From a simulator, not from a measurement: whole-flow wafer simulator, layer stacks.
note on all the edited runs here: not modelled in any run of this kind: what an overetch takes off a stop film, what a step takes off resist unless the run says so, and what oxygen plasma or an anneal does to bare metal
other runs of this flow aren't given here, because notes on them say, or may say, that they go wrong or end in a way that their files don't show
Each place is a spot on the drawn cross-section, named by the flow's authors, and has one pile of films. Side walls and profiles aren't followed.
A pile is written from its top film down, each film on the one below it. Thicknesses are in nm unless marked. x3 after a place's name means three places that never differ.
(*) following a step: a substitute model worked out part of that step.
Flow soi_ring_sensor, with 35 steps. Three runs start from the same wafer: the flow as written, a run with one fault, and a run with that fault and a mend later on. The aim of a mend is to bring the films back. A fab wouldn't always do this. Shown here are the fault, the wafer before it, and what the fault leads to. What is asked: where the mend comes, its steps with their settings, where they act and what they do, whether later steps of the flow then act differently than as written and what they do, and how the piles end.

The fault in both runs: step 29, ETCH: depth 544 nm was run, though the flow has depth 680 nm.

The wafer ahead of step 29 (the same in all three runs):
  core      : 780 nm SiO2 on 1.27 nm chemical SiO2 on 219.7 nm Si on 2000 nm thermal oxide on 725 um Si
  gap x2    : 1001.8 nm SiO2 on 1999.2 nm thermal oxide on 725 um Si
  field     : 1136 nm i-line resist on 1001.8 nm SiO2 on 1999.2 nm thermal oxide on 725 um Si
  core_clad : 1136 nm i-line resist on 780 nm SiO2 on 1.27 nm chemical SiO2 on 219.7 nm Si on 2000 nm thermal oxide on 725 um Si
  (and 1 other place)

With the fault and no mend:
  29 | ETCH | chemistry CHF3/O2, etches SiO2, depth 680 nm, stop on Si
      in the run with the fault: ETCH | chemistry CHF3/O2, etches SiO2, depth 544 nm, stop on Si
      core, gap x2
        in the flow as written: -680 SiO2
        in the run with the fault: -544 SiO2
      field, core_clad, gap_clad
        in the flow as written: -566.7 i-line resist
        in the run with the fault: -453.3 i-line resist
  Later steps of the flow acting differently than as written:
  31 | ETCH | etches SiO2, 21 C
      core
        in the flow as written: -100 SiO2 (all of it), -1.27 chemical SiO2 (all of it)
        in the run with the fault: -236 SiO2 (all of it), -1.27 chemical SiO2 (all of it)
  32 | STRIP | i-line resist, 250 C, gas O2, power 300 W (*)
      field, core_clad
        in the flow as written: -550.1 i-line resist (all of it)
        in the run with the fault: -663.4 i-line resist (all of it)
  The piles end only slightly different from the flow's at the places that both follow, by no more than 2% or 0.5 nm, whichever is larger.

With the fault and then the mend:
  The mend follows step 29.
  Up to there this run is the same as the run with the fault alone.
  29a | ETCH | chemistry CHF3/O2, etches SiO2, depth 136 nm, stop on Si (the flow's step 29, run once more with other settings)
      core, gap x2
        -136 SiO2
      field, core_clad, gap_clad
        -113.3 i-line resist
  Later steps of the flow that are run all act as written at every place that is followed.
  By the end, the piles equal the flow's at every place that both follow.
